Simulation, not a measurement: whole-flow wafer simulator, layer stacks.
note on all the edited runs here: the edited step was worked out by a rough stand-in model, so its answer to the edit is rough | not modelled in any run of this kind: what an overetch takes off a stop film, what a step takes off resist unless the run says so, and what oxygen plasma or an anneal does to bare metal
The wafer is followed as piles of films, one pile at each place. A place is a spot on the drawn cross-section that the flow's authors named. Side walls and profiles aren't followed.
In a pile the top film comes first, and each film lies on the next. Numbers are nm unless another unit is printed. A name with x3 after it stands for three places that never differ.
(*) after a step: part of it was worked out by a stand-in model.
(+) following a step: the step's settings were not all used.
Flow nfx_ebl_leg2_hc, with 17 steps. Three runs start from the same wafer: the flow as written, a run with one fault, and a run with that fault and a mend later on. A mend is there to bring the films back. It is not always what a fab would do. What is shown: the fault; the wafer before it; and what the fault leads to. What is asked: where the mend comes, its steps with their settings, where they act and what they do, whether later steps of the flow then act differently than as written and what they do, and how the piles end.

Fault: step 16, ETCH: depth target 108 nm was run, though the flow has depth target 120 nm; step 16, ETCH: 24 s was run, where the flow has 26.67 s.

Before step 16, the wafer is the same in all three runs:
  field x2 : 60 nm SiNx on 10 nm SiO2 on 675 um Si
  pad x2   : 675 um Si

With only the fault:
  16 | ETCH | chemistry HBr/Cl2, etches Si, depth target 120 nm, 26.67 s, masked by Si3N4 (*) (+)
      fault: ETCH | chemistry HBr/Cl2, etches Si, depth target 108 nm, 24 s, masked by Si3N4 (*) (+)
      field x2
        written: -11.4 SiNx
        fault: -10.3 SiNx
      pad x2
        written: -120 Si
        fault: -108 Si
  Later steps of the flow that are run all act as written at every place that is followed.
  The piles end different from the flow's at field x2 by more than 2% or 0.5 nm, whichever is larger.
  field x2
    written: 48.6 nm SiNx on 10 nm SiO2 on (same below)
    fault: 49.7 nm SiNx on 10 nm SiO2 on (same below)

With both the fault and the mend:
  The mend follows step 17.
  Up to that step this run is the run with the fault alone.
  17a | ETCH | chemistry HBr/Cl2, etches Si, depth target 12 nm, 2.667 s, masked by Si3N4 (*) (+) (the flow's step 16, run once more with other settings)
      field x2
        -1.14 SiNx
      pad x2
        -12 Si
  Later steps of the flow that are run all act as written at every place that is followed.
  The piles end the same as the flow's at every place that both follow.
